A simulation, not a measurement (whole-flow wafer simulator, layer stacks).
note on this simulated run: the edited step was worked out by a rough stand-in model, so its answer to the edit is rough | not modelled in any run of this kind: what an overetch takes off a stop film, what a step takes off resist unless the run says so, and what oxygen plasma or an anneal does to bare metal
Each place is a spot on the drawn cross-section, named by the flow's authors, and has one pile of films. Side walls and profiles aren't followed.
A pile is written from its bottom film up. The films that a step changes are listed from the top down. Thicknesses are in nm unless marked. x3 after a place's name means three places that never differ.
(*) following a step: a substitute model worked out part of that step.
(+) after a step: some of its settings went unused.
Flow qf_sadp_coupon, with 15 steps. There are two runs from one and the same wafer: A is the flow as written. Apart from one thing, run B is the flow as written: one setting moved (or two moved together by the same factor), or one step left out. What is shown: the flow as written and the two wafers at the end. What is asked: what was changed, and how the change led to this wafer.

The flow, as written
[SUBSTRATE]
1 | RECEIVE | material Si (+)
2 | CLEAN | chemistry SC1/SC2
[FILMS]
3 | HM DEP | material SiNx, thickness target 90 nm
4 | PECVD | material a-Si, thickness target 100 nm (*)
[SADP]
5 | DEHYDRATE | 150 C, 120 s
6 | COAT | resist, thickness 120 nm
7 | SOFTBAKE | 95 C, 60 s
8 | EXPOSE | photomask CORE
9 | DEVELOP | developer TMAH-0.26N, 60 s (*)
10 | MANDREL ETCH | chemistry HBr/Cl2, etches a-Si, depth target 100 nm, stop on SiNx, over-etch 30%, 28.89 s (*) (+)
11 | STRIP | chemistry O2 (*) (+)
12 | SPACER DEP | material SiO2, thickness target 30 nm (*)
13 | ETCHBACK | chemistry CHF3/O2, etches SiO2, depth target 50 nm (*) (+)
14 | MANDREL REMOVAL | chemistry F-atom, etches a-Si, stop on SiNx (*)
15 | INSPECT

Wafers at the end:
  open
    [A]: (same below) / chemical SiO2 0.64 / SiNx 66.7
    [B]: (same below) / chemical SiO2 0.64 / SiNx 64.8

The reason: step 4, PECVD: thickness target 86.6 nm was run, whereas the flow has thickness target 100 nm.

Step by step, how the change led to this:
  4 | PECVD | material a-Si, thickness target 100 nm (*)
      m, open: A +100 a-Si (new film) | B +86.6 a-Si (new film)
  10 | MANDREL ETCH | chemistry HBr/Cl2, etches a-Si, depth target 100 nm, stop on SiNx, over-etch 30%, 28.89 s (*) (+)
      open: A -100 a-Si (all of it), -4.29 SiNx | B -86.6 a-Si (all of it), -6.2 SiNx
  14 | MANDREL REMOVAL | chemistry F-atom, etches a-Si, stop on SiNx (*)
      m: A -95.8 a-Si (all of it) | B -82.4 a-Si (all of it)
